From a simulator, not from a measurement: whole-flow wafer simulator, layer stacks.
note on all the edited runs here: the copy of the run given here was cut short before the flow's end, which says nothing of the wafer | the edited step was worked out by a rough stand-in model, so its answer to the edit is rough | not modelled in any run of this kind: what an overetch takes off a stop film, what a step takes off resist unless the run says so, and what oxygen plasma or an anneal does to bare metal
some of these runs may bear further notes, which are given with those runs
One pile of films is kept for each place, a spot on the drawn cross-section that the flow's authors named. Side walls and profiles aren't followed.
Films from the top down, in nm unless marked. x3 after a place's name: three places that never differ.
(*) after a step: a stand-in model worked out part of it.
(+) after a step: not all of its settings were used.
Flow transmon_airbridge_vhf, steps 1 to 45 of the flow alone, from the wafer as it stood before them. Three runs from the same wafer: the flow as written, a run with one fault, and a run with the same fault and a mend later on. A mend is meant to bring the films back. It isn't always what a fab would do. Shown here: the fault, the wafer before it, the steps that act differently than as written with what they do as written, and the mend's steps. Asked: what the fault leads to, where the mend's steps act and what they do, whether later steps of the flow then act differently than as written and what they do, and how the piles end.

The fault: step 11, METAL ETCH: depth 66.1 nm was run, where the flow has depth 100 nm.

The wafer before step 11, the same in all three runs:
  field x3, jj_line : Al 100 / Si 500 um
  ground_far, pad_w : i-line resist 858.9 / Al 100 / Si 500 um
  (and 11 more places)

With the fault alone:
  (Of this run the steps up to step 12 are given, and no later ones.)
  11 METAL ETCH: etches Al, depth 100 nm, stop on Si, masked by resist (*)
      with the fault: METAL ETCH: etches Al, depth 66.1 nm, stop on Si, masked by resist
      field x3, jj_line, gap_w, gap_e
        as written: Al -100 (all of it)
        with the fault: Al -66.1
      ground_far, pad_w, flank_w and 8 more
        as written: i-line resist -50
        with the fault: i-line resist -33.1
  Later steps of the flow that act differently than as written:
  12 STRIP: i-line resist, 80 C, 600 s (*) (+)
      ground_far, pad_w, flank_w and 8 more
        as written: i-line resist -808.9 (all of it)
        with the fault: i-line resist -825.9 (all of it)
  After step 12 the piles differ from the flow's by more than 2% or 0.5 nm, whichever is larger, at field x3, jj_line, gap_w, gap_e.
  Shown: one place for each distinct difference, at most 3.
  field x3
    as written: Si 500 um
    with the fault: Al 33.9 / Si 500 um

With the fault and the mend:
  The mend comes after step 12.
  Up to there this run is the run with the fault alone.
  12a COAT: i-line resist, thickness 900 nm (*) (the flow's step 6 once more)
      field x3, jj_line, trace_open_s x2, margin_s, bridge_strip, margin_n
        i-line resist +900 (new film)
      pad_w, pad_e
        i-line resist +891.9 (new film)
      flank_w, flank_e
        i-line resist +884.5 (new film)
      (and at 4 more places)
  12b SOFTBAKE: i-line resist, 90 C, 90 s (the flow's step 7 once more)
      flank_w, flank_e
        i-line resist -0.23
      gap_w, gap_e
        i-line resist +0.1
      cpw_trace
        i-line resist -0.05
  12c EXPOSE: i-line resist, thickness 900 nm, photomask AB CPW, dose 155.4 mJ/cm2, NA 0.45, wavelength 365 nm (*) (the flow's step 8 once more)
      changes no film at any place that is followed
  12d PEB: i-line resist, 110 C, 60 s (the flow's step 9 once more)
      field x3, jj_line, trace_open_s x2, margin_s, bridge_strip, margin_n
        i-line resist -41
      pad_w, pad_e
        i-line resist -40.7
      flank_w, flank_e
        i-line resist -40.3
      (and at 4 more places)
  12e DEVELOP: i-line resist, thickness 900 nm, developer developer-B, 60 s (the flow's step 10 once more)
      flank_w, flank_e, trace_open_s x2, margin_s, bridge_strip, margin_n
        i-line resist -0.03
      field x3, jj_line
        i-line resist -859 (all of it)
      gap_w, gap_e
        i-line resist -893.5 (all of it)
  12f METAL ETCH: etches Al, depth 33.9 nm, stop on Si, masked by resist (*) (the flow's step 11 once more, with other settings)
      ground_far, flank_w, cpw_trace, flank_e, trace_open_s x2, margin_s, bridge_strip, margin_n
        i-line resist -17
      field x3, jj_line, gap_w, gap_e
        Al -33.9 (all of it)
      pad_w, pad_e
        i-line resist -16.9
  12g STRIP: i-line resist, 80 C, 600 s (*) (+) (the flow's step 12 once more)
      trace_open_s x2, margin_s, bridge_strip, margin_n
        i-line resist -842 (all of it)
      pad_w, pad_e
        i-line resist -834.2 (all of it)
      flank_w, flank_e
        i-line resist -827 (all of it)
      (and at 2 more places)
  No later step of the flow acts differently than as written at any place that is followed.
  At the end the piles are the same as the flow's at every place that both follow.
